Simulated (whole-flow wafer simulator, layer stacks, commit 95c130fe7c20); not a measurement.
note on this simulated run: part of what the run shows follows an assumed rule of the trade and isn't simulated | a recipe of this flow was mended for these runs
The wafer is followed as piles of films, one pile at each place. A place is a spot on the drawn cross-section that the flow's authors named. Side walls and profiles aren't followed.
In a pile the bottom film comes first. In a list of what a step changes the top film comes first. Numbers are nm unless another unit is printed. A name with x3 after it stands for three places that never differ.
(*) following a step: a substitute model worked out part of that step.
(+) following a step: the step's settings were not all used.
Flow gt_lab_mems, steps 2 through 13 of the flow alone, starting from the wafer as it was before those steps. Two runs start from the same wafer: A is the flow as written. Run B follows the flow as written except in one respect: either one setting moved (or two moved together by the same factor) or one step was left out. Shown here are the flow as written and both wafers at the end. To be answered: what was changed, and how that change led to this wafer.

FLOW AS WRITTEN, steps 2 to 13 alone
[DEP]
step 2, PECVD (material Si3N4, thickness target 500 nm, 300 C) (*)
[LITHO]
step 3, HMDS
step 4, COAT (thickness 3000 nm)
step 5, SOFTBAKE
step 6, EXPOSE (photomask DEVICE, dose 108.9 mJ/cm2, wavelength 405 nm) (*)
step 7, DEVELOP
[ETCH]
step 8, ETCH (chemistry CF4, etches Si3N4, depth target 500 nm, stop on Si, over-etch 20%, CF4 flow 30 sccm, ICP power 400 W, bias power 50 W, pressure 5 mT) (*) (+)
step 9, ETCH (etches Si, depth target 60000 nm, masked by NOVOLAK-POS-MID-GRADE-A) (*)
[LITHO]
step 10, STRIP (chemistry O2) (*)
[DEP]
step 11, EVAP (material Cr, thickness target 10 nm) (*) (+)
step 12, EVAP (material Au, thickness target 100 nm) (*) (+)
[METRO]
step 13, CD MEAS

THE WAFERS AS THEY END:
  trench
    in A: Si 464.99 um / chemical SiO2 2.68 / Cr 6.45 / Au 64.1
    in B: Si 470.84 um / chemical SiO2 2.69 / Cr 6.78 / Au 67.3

Cause: step 8, ETCH: depth target 320 nm was run, though the flow has depth target 500 nm.

Step by step, how the change led to this:
  step 8, ETCH (chemistry CF4, etches Si3N4, depth target 500 nm, stop on Si, over-etch 20%, CF4 flow 30 sccm, ICP power 400 W, bias power 50 W, pressure 5 mT) (*) (+)
      trench: A -500 Si3N4 (all of it), -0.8 chemical SiO2 (all of it), -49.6 Si | B -384 Si3N4
      field: A -400 g/i-line-resist | B -256 g/i-line-resist
  step 9, ETCH (etches Si, depth target 60000 nm, masked by NOVOLAK-POS-MID-GRADE-A) (*)
      trench: A -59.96 um Si | B -116 Si3N4 (all of it), -0.8 chemical SiO2 (all of it), -54.16 um Si
  step 10, STRIP (chemistry O2) (*)
      field: A -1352 g/i-line-resist (all of it) | B -1496 g/i-line-resist (all of it)
  step 12, EVAP (material Au, thickness target 100 nm) (*) (+)
      trench: A +64.1 Au (new film) | B +67.3 Au (new film)
